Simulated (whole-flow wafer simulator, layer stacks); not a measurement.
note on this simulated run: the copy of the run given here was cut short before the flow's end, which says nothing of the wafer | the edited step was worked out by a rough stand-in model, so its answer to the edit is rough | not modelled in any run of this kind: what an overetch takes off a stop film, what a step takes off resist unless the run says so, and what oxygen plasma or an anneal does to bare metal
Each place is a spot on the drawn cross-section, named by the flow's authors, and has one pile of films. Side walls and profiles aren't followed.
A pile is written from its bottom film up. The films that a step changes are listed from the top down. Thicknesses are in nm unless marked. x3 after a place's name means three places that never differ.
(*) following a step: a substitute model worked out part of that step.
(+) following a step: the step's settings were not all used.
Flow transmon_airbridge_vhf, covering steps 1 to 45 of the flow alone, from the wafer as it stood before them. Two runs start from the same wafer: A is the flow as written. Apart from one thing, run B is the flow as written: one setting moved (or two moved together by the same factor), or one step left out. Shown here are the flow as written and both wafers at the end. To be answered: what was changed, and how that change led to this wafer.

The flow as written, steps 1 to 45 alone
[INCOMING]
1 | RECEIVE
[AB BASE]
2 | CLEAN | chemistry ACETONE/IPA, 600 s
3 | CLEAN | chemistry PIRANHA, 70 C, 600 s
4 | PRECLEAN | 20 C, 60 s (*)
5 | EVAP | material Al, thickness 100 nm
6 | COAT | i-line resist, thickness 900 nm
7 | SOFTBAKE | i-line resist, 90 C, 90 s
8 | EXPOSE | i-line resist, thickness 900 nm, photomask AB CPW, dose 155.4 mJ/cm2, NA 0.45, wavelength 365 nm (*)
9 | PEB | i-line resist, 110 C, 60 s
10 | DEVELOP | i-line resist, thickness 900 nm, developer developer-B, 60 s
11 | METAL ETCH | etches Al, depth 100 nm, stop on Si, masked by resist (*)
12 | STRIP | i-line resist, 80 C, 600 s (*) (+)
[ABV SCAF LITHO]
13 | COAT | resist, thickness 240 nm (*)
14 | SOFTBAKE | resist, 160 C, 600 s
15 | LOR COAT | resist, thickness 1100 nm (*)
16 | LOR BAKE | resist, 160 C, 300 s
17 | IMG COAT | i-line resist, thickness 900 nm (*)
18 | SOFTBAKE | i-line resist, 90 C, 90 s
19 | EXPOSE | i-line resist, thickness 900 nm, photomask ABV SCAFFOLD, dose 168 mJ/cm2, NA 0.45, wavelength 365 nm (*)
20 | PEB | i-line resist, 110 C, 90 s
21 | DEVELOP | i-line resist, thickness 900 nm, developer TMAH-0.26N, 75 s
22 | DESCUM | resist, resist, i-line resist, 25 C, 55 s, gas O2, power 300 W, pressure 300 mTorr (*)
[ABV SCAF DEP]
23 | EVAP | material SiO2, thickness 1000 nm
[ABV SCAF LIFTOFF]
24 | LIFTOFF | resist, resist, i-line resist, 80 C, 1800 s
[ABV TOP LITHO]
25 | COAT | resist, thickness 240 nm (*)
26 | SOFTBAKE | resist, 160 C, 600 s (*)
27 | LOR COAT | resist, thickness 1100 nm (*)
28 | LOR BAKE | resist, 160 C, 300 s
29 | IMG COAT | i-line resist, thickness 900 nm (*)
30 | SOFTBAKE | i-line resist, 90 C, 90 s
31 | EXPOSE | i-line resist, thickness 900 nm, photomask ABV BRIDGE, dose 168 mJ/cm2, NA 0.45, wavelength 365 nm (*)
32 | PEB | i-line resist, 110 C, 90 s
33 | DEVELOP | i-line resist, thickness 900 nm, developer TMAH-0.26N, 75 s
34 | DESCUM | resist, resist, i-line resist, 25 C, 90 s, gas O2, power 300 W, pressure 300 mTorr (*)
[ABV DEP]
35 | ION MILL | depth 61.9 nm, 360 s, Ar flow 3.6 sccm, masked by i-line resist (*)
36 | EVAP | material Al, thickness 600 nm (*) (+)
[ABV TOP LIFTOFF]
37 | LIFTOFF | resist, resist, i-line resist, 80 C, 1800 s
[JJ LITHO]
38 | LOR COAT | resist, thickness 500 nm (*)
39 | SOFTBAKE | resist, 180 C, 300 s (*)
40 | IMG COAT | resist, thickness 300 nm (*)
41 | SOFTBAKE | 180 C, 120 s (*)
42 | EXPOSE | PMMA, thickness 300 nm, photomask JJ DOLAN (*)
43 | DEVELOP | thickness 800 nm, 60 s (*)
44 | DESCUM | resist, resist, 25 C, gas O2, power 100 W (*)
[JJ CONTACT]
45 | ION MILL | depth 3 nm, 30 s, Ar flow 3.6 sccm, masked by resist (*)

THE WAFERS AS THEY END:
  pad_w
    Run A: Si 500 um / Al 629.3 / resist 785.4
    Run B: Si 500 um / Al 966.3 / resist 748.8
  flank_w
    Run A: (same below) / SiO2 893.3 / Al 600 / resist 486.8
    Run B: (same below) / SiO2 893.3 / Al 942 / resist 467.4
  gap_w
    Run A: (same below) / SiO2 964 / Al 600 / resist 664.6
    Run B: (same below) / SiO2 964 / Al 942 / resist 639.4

The reason: step 36, EVAP: thickness 942 nm was run, though the flow has thickness 600 nm.
The wafer itself shows it: flank_w has Al 942, and step 36 as written asks for 600 nm.

The path from the change to this, step by step:
  36 | EVAP | material Al, thickness 600 nm (*) (+)
      field x3, jj_line, ground_far and 10 more: A Al gains 600 (new film) | B Al gains 942 (new film)
      pad_w, pad_e: A Al gains 591.2 | B Al gains 928.2
  37 | LIFTOFF | resist, resist, i-line resist, 80 C, 1800 s
      field x3, jj_line, trace_open_s x2: A Al loses 600 (all of it), i-line resist loses 600 (all of it), resist loses 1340 (all of it) | B Al loses 942 (all of it), i-line resist loses 600 (all of it), resist loses 1340 (all of it)
      margin_s, margin_n: A Al loses 600 (all of it), i-line resist loses 318.3 (all of it), resist loses 992 (all of it) | B Al loses 942 (all of it), i-line resist loses 318.3 (all of it), resist loses 992 (all of it)
      (also at 1 further place)
  38 | LOR COAT | resist, thickness 500 nm (*)
      pad_w, pad_e: A resist gains 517 (new film) | B resist gains 494.2 (new film)
      flank_w, flank_e: A resist gains 306.5 (new film) | B resist gains 298.1 (new film)
      (also at 6 further places)
  40 | IMG COAT | resist, thickness 300 nm (*)
      pad_w, pad_e: A resist gains 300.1 | B resist gains 286.4
      flank_w, flank_e: A resist gains 212.1 | B resist gains 201.1
      (also at 6 further places)
